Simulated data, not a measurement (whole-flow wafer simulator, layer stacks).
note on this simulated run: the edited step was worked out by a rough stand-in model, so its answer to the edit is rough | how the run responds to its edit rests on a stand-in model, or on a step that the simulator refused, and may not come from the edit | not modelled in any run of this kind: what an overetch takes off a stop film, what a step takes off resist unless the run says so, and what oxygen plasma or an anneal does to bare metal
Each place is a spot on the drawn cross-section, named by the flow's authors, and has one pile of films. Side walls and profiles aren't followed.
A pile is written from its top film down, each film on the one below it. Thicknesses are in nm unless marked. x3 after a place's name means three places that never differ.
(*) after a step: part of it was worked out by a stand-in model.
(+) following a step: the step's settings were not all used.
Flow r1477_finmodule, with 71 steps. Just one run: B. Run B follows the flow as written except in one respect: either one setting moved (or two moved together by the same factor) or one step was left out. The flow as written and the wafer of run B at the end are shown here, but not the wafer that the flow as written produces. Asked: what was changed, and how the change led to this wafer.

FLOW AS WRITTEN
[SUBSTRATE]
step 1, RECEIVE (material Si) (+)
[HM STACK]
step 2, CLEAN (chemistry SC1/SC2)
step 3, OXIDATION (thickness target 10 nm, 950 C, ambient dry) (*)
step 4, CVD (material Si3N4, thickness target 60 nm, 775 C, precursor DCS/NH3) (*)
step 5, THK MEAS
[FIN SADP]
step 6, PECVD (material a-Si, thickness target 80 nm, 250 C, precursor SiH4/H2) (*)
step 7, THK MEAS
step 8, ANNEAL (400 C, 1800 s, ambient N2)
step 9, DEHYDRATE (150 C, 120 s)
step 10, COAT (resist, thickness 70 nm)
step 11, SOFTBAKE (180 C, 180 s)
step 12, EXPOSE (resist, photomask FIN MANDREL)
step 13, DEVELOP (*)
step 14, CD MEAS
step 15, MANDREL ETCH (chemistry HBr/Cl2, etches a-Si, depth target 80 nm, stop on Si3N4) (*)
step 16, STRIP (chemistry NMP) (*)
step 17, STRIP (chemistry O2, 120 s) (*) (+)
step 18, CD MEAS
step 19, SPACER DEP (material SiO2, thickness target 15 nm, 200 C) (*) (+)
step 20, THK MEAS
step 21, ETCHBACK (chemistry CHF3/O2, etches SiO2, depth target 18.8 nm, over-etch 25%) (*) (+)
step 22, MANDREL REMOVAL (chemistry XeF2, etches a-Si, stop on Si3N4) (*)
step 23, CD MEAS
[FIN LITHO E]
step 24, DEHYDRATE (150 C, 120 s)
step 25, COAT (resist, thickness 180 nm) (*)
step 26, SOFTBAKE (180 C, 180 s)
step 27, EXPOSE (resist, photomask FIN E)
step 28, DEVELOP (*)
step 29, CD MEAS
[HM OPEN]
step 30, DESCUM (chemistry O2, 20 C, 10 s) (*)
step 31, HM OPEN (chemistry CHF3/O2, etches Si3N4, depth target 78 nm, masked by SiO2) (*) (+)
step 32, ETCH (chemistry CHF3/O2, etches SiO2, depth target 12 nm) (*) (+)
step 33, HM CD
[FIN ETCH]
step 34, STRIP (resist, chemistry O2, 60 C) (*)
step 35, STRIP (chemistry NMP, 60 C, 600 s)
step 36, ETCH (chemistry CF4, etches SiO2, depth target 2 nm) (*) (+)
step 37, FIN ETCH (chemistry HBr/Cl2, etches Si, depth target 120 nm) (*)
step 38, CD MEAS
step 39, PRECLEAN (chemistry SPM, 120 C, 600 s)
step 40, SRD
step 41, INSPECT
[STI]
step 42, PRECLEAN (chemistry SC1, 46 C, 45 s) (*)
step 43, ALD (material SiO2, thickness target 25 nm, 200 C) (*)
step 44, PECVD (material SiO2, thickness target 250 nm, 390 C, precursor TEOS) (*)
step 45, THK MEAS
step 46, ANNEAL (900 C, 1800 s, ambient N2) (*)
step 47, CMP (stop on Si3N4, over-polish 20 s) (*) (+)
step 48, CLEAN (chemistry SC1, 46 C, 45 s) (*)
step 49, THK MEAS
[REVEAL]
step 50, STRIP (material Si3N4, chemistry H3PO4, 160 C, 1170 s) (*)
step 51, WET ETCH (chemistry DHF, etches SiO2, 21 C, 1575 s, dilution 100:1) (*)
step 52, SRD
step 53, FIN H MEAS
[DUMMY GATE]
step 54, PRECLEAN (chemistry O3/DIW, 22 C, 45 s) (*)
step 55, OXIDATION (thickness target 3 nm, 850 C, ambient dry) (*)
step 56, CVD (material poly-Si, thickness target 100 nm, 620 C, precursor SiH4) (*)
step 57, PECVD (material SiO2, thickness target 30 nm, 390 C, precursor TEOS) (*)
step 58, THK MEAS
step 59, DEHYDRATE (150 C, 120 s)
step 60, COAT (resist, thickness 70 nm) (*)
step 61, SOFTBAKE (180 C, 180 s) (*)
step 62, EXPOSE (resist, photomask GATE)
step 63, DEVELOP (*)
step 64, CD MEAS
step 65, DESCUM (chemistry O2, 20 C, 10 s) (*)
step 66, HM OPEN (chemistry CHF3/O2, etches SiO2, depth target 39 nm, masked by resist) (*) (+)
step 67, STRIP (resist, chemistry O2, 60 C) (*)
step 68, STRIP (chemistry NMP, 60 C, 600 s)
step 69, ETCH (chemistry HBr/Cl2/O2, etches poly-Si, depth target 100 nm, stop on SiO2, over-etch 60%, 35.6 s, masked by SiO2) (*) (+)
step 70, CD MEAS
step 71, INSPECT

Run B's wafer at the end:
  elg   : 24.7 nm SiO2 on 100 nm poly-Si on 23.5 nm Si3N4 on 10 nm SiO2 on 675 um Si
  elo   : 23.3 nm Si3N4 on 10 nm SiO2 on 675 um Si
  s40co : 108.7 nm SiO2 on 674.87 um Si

What caused this: step 21, ETCHBACK: depth target 28.2 nm was run, while the flow as written has depth target 18.8 nm.

Step by step, how the change led to this:
  step 21, ETCHBACK (chemistry CHF3/O2, etches SiO2, depth target 18.8 nm, over-etch 25%) (*) (+)
      pad, padg, elg and 21 more: SiO2 loses 15 (all of it), Si3N4 loses 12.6 (it would be, as written: SiO2 loses 15 (all of it), Si3N4 loses 3.62)
      s40cg, s45cg, s50cg, s40co, s45co, s50co: SiO2 loses 15.4 (all of it), a-Si loses 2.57 (it would be, as written: SiO2 loses 15.4 (all of it), a-Si loses 0.69)
      (as well as at 6 more places)
  step 22, MANDREL REMOVAL (chemistry XeF2, etches a-Si, stop on Si3N4) (*)
      s40cg, s45cg, s50cg, s40co, s45co, s50co: a-Si loses 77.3 (all of it) (it would be, as written: a-Si loses 79.2 (all of it))
  step 25, COAT (resist, thickness 180 nm) (*)
      s40cg, s40co: resist gains 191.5 (new film) (it would be, as written: resist gains 197.6 (new film))
      s40sg_line, s40so_line: resist gains 124.5 (new film) (it would be, as written: resist gains 121.2 (new film))
      (as well as at 8 more places)
  step 28, DEVELOP (*)
      s40cg, s40co: resist loses 191.5 (all of it) (it would be, as written: resist loses 197.6 (all of it))
      s40sg_line, s40so_line: resist loses 124.5 (all of it) (it would be, as written: resist loses 121.2 (all of it))
      (as well as at 8 more places)
  step 31, HM OPEN (chemistry CHF3/O2, etches Si3N4, depth target 78 nm, masked by SiO2) (*) (+)
      pad, padg, esg and 13 more: Si3N4 loses 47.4 (all of it), SiO2 loses 10 (all of it) (it would be, as written: Si3N4 loses 56.4 (all of it), SiO2 loses 10 (all of it))
      elg, e40lg, e100lg, e200lg, elo, e40lo, e100lo, e200lo: resist loses 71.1 (it would be, as written: resist loses 78)
      (as well as at 12 more places)
  step 32, ETCH (chemistry CHF3/O2, etches SiO2, depth target 12 nm) (*) (+)
      s40cg, s45cg, s50cg, s40co, s45co, s50co: SiO2 loses 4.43 (all of it), Si loses 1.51 (it would be, as written: SiO2 loses 1 (all of it), Si loses 2.2)
  step 34, STRIP (resist, chemistry O2, 60 C) (*)
      elg, e40lg, e100lg, e200lg, elo, e40lo, e100lo, e200lo: resist loses 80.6 (all of it) (it would be, as written: resist loses 73.8 (all of it))
  step 43, ALD (material SiO2, thickness target 25 nm, 200 C) (*)
      s40cg, s45cg, s50cg, s40co, s45co, s50co: SiO2 gains 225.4 (new film) (it would be, as written: SiO2 gains 232.1 (new film))
      esg: SiO2 gains 185.3 (new film) (it would be, as written: SiO2 gains 194.3 (new film))
  step 47, CMP (stop on Si3N4, over-polish 20 s) (*) (+)
      elg, e40lg, e100lg, e200lg, elo, e40lo, e100lo, e200lo: SiO2 loses 232.6 (it would be, as written: SiO2 loses 241.6)
      s40cg, s45cg, s50cg, s40co, s45co, s50co: SiO2 loses 273.1 (it would be, as written: SiO2 loses 279)
      (as well as at 7 more places)
  step 51, WET ETCH (chemistry DHF, etches SiO2, 21 C, 1575 s, dilution 100:1) (*)
      elg, e40lg, e100lg, e200lg, elo, e40lo, e100lo, e200lo: SiO2 loses 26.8 (all of it), Si3N4 loses 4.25 (it would be, as written: SiO2 loses 17.8 (all of it), Si3N4 loses 4.97)
  step 56, CVD (material poly-Si, thickness target 100 nm, 620 C, precursor SiH4) (*)
      esg: poly-Si gains 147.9 (new film) (it would be, as written: poly-Si gains 156 (new film))
  step 60, COAT (resist, thickness 70 nm) (*)
      e40sg, eso, e40so: resist gains 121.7 (new film) (it would be, as written: resist gains 129.5 (new film))
      e100sg, e100so: resist gains 121.6 (new film) (it would be, as written: resist gains 129.4 (new film))
      (as well as at 2 more places)
  step 63, DEVELOP (*)
      eso, e40so: resist loses 121.7 (all of it) (it would be, as written: resist loses 129.5 (all of it))
      e100so: resist loses 121.6 (all of it) (it would be, as written: resist loses 129.4 (all of it))
      (as well as at 1 more place)
  step 67, STRIP (resist, chemistry O2, 60 C) (*)
      e40sg: resist loses 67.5 (all of it) (it would be, as written: resist loses 75.4 (all of it))
      e100sg: resist loses 67.5 (all of it) (it would be, as written: resist loses 75.3 (all of it))
      (as well as at 1 more place)
